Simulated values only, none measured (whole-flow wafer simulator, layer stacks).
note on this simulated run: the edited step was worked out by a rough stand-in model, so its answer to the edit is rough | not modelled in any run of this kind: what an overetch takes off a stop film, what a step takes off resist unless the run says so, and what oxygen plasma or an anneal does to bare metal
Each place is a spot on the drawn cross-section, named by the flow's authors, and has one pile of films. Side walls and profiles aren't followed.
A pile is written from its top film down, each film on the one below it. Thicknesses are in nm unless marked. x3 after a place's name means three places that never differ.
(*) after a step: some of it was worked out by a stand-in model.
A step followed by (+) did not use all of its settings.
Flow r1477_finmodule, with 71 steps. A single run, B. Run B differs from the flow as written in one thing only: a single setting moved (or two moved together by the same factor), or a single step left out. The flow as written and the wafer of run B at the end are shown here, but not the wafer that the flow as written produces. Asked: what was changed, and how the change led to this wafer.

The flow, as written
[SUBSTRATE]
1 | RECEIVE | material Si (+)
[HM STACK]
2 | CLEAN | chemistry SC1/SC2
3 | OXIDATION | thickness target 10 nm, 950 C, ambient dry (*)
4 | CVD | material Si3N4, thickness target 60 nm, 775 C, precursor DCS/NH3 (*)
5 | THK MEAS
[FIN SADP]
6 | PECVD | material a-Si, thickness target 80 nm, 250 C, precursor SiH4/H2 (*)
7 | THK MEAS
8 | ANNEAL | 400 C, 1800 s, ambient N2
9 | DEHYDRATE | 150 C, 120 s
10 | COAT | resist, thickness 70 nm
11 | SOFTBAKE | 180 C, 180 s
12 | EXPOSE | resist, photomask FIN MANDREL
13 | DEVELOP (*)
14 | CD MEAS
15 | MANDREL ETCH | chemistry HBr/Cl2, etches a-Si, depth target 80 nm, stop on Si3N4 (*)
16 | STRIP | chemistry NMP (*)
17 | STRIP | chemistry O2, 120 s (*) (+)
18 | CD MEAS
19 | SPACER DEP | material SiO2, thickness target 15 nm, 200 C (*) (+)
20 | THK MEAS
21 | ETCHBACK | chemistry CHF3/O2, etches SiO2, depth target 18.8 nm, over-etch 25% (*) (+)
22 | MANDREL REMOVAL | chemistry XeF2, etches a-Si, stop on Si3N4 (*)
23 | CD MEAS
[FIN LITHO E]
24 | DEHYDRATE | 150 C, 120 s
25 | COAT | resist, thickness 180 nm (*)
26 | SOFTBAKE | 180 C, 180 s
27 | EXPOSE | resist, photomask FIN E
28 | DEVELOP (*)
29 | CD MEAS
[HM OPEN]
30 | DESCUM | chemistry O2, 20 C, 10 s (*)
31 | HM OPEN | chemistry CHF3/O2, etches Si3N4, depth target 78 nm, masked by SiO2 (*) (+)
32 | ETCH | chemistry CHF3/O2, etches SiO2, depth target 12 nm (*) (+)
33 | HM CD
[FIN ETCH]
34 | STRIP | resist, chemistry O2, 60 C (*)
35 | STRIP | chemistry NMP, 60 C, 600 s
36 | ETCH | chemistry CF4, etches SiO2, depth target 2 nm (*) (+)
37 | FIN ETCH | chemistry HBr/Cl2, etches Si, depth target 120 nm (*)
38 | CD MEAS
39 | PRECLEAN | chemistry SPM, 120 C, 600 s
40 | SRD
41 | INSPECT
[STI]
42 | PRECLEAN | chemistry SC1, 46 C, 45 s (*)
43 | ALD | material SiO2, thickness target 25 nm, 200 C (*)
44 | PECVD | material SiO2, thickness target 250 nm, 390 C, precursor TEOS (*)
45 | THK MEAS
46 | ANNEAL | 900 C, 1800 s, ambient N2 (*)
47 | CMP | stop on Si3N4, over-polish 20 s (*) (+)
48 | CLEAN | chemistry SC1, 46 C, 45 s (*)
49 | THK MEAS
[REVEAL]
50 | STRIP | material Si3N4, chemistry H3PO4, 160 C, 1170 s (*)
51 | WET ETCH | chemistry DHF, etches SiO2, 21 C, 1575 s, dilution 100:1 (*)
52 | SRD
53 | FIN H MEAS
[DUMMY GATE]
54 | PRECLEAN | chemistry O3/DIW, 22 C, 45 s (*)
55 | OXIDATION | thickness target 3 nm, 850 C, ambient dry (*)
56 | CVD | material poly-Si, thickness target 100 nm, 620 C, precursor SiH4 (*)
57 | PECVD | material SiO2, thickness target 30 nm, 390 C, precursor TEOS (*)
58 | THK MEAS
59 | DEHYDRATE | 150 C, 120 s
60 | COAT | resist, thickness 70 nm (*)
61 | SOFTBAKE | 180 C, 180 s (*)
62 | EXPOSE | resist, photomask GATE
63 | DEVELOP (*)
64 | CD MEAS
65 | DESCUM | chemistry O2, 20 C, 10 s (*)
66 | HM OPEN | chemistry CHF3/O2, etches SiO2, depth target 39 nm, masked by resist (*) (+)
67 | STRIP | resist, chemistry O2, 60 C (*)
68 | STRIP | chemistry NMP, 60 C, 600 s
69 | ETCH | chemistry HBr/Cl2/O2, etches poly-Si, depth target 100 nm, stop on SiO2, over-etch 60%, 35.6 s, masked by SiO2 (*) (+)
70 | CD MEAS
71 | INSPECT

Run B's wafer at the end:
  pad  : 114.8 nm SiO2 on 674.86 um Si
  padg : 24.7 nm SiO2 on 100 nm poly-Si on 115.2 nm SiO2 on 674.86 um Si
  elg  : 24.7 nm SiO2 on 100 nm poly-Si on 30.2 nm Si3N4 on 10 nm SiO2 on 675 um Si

Cause: step 37, FIN ETCH: depth target 132 nm was run, whereas the flow has depth target 120 nm.

The path from the change to this, step by step:
  37 | FIN ETCH | chemistry HBr/Cl2, etches Si, depth target 120 nm (*)
      pad, padg, esg and 19 more: Si loses 132 (as written it would have been: Si loses 120)
      elg, e40lg, e100lg, e200lg, elo, e40lo, e100lo, e200lo: Si3N4 loses 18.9 (as written it would have been: Si3N4 loses 17.1)
      (and at 6 other places as well)
  43 | ALD | material SiO2, thickness target 25 nm, 200 C (*)
      s40cg, s45cg, s50cg, s40co, s45co, s50co: SiO2 gains 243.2 (new film) (as written it would have been: SiO2 gains 232.1 (new film))
      esg: SiO2 gains 204.5 (new film) (as written it would have been: SiO2 gains 194.3 (new film))
  47 | CMP | stop on Si3N4, over-polish 20 s (*) (+)
      pad, padg, e40sg and 11 more: SiO2 loses 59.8 (as written it would have been: SiO2 loses 71.8)
      eso: SiO2 loses 60.4 (as written it would have been: SiO2 loses 72.4)
  51 | WET ETCH | chemistry DHF, etches SiO2, 21 C, 1575 s, dilution 100:1 (*)
      elg, e40lg, e100lg, e200lg, elo, e40lo, e100lo, e200lo: SiO2 loses 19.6 (all of it), Si3N4 loses 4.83 (as written it would have been: SiO2 loses 17.8 (all of it), Si3N4 loses 4.97)
